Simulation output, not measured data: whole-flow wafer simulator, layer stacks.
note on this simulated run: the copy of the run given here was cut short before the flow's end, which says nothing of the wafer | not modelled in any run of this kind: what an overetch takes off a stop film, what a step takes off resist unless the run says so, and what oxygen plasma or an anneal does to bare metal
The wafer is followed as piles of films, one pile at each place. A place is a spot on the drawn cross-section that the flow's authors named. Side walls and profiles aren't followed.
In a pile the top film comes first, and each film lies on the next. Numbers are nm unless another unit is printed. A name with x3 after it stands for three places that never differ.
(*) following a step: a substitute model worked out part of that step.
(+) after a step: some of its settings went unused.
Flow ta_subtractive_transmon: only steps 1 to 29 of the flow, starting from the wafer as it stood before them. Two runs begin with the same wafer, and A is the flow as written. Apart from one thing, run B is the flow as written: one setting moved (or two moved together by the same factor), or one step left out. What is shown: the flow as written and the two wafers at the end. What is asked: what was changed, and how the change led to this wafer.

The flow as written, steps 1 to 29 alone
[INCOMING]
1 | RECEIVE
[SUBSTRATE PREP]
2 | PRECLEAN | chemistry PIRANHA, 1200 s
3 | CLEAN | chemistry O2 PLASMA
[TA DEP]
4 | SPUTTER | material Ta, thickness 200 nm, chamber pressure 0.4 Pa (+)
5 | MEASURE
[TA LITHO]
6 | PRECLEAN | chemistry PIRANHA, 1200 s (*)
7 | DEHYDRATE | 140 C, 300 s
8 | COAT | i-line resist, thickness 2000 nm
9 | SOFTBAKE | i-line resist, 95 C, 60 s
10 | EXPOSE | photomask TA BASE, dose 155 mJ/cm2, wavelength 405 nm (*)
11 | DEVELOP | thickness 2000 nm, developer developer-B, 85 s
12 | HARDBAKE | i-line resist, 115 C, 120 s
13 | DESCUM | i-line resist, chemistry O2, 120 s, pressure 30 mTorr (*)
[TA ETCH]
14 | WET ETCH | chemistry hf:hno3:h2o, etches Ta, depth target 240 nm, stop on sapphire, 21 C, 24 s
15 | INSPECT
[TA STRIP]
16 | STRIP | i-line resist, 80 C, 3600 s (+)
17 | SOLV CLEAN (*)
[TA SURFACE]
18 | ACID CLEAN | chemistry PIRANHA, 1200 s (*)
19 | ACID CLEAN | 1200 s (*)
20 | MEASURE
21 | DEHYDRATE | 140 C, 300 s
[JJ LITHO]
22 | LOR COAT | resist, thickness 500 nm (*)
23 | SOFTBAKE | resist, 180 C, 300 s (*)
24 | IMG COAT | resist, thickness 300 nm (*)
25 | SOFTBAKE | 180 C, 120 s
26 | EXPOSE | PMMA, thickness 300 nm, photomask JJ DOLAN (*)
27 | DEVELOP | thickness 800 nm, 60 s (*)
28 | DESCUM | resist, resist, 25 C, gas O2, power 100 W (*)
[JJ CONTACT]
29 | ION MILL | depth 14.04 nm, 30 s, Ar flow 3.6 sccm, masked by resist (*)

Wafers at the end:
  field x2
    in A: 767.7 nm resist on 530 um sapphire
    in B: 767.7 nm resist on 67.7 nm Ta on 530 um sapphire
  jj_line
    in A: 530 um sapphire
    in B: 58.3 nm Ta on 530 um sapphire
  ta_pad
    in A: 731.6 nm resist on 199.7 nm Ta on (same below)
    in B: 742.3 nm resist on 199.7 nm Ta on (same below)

Cause: step 14, WET ETCH: depth target 132 nm was run, though the flow has depth target 240 nm; step 14, WET ETCH: 13.2 s was run, where the flow has 24 s.

Step by step, how the change led to this:
  14 | WET ETCH | chemistry hf:hno3:h2o, etches Ta, depth target 240 nm, stop on sapphire, 21 C, 24 s
      field x2, jj_line, lead: A Ta loses 200 (all of it) | B Ta loses 132
  22 | LOR COAT | resist, thickness 500 nm (*)
      lead: A resist gains 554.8 (new film) | B resist gains 537.1 (new film)
      ta_contact: A resist gains 443.8 (new film) | B resist gains 461.7 (new film)
  24 | IMG COAT | resist, thickness 300 nm (*)
      ta_pad: A resist gains 281.3 | B resist gains 287.5
  27 | DEVELOP | thickness 800 nm, 60 s (*)
      lead: A resist loses 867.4 (all of it) | B resist loses 845.4 (all of it)
      ta_contact: A resist loses 731.2 (all of it) | B resist loses 753.5 (all of it)
  29 | ION MILL | depth 14.04 nm, 30 s, Ar flow 3.6 sccm, masked by resist (*)
      jj_line, lead: A sapphire loses 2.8 | B Ta loses 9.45
Taking metal films that touch as one body, field x2 has 1 body; the flow as written gives 0 bodies.
Taking metal films that touch as one body, jj_line has 1 body; the flow as written gives 0 bodies.
